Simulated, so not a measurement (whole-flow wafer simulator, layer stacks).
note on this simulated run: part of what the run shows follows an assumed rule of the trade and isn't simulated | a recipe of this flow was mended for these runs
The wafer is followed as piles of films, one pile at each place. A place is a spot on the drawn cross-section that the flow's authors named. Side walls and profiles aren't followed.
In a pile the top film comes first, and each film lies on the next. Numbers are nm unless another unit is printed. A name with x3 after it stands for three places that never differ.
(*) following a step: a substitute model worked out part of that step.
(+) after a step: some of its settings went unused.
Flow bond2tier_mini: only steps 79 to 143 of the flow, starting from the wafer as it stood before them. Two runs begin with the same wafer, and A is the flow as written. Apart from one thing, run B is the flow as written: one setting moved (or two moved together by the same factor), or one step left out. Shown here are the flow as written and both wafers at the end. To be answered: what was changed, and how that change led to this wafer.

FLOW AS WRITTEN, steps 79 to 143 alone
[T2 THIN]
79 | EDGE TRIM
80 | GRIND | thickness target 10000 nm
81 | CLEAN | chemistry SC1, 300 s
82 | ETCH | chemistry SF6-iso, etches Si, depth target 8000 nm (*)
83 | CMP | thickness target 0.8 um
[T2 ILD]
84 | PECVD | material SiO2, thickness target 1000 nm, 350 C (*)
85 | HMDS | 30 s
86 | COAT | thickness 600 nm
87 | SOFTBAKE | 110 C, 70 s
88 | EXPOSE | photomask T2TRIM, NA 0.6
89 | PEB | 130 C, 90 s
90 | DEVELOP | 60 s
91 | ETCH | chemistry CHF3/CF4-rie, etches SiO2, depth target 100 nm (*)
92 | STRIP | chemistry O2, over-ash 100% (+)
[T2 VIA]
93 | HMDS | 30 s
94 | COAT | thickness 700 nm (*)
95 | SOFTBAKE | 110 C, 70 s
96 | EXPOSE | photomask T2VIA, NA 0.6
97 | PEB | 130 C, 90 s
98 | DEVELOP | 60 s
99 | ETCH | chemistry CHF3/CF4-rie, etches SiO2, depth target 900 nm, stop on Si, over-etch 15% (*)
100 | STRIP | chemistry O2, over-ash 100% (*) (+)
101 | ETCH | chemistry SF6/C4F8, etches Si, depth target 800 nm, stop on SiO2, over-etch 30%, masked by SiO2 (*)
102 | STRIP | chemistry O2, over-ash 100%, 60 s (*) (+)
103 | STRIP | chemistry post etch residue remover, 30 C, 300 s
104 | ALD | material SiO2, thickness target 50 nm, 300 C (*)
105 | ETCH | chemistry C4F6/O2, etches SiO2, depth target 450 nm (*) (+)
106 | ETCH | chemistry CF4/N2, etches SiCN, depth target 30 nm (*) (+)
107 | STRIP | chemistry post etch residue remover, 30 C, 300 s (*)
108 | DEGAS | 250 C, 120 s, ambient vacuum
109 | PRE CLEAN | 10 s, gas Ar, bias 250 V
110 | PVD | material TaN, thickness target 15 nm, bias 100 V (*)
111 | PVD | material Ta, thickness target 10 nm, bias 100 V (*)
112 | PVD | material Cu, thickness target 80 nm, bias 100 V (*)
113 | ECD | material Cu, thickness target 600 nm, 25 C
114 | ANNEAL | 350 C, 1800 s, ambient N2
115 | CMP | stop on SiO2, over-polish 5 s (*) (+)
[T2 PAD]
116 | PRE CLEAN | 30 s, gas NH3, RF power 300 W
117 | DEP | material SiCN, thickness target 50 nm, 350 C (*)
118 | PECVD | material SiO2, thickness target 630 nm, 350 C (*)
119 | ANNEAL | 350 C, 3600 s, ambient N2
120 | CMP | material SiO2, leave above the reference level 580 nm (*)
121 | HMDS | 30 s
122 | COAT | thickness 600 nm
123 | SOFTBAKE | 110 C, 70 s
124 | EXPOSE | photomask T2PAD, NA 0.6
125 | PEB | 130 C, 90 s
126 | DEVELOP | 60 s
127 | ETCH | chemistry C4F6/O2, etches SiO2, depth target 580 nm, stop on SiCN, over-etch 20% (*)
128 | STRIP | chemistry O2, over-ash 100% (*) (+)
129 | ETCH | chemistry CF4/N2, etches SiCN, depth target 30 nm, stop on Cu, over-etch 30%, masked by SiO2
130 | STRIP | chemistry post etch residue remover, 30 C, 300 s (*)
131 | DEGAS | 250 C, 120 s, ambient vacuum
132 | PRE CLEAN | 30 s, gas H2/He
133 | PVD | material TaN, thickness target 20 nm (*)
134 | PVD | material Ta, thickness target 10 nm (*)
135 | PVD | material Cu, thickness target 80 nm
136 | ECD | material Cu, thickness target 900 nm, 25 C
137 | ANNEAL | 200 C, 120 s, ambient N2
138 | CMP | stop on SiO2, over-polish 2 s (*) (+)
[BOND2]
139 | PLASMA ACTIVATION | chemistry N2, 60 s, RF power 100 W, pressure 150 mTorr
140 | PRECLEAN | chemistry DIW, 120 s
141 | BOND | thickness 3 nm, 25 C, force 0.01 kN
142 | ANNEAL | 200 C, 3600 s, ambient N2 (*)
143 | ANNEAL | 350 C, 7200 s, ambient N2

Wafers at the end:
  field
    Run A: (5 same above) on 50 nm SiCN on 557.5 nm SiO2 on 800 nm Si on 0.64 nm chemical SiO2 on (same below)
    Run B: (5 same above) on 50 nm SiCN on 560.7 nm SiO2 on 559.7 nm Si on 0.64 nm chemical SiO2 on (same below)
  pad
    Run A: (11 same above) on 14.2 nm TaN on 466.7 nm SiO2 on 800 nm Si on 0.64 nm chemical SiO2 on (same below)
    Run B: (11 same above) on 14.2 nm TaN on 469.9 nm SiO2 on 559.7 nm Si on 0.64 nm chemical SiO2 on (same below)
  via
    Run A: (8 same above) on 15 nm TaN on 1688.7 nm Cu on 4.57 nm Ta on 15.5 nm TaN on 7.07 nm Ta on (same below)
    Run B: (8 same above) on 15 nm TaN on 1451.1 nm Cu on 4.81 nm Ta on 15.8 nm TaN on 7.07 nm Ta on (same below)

The reason: step 80, GRIND: thickness target 8560 nm was run, whereas the flow has thickness target 10000 nm.

How this came from the change, step by step:
  80 | GRIND | thickness target 10000 nm
      field, pad, via: A Si loses 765 um | B Si loses 766.44 um
  83 | CMP | thickness target 0.8 um
      field, pad, via: A Si loses 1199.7 | B nothing
  101 | ETCH | chemistry SF6/C4F8, etches Si, depth target 800 nm, stop on SiO2, over-etch 30%, masked by SiO2 (*)
      field, pad: A SiO2 loses 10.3 | B SiO2 loses 7.13
      via: A Si loses 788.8 (all of it), chemical SiO2 loses 0.64 (all of it), SiO2 loses 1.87 | B Si loses 548.5 (all of it), chemical SiO2 loses 0.64 (all of it), SiO2 loses 4.27
  112 | PVD | material Cu, thickness target 80 nm, bias 100 V (*)
      via: A Cu gains 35 (new film) | B Cu gains 37 (new film)
  113 | ECD | material Cu, thickness target 600 nm, 25 C
      via: A Cu gains 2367 | B Cu gains 2127.3
